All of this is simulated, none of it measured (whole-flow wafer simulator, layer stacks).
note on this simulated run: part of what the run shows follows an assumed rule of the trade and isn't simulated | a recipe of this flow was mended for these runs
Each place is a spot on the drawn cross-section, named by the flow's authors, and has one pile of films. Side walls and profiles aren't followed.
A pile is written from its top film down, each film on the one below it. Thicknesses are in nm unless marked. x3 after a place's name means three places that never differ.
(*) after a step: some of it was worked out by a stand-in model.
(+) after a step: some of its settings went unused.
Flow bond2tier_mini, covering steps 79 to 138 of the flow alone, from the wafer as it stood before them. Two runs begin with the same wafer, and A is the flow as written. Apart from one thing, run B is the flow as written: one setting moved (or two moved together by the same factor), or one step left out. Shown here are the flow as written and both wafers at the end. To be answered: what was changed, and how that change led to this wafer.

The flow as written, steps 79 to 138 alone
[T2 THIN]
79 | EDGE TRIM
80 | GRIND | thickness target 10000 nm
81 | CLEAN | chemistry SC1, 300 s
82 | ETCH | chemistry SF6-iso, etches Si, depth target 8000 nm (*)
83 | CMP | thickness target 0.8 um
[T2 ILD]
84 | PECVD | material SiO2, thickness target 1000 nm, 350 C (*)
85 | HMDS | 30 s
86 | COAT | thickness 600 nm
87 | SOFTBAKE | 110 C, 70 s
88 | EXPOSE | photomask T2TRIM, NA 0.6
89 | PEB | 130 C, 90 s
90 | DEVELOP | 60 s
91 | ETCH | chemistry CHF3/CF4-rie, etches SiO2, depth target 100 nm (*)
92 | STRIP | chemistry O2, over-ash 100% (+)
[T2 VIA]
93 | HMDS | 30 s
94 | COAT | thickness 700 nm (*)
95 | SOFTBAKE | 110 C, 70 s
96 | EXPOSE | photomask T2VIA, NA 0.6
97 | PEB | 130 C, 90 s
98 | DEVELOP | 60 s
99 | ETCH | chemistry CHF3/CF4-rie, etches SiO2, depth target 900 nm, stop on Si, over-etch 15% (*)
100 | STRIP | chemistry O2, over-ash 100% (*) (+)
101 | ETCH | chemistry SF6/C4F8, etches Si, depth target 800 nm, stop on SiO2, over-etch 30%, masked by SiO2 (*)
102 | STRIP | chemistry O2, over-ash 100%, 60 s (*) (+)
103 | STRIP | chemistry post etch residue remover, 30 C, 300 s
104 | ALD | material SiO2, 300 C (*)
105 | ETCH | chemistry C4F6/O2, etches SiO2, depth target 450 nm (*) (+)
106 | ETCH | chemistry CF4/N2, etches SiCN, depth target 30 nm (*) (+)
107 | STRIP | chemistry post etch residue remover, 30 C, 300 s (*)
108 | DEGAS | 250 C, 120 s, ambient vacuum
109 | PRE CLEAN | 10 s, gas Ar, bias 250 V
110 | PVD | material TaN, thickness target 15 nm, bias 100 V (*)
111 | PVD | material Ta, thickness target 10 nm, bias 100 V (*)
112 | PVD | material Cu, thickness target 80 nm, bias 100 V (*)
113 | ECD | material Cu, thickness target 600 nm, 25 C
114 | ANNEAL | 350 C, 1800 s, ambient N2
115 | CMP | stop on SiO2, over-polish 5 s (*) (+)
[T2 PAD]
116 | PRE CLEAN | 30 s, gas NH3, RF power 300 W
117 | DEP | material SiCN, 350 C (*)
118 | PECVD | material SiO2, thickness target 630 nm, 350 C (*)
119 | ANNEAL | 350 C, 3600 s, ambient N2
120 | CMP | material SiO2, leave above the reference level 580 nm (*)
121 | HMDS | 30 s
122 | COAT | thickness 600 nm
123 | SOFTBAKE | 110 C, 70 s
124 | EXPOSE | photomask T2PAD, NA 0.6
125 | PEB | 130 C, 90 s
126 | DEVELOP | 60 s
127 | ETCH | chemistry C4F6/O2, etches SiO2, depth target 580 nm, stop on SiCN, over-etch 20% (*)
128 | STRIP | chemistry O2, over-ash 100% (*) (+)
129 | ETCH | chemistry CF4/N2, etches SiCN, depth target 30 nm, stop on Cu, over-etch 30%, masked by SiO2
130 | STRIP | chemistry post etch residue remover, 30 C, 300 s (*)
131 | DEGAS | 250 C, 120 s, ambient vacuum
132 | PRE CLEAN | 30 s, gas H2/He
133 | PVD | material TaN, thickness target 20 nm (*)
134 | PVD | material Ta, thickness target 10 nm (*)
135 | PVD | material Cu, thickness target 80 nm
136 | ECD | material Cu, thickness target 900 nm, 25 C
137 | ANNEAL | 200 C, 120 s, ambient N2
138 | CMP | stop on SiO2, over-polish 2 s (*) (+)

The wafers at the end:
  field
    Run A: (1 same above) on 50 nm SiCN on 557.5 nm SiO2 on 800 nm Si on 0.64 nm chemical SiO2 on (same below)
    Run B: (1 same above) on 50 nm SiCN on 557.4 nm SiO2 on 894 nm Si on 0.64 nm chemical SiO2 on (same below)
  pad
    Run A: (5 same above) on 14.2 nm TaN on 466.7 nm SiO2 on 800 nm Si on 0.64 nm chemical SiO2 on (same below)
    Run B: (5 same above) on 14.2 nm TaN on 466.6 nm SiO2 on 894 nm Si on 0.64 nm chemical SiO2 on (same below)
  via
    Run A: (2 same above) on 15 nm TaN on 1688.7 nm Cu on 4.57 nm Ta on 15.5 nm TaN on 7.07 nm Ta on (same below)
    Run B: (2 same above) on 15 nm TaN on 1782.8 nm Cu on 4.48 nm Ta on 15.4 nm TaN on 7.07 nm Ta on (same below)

What caused this: step 83, CMP: thickness target 0.894 um was run, while the flow as written has thickness target 0.8 um.

Step by step, how the change led to this:
  83 | CMP | thickness target 0.8 um
      field, pad, via: A -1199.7 Si | B -1105.7 Si
  101 | ETCH | chemistry SF6/C4F8, etches Si, depth target 800 nm, stop on SiO2, over-etch 30%, masked by SiO2 (*)
      via: A -788.8 Si (all of it), -0.64 chemical SiO2 (all of it), -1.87 SiO2 | B -882.8 Si (all of it), -0.64 chemical SiO2 (all of it), -0.93 SiO2
  112 | PVD | material Cu, thickness target 80 nm, bias 100 V (*)
      via: A +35 Cu (new film) | B +34.2 Cu (new film)
  113 | ECD | material Cu, thickness target 600 nm, 25 C
      via: A +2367 Cu | B +2461.8 Cu
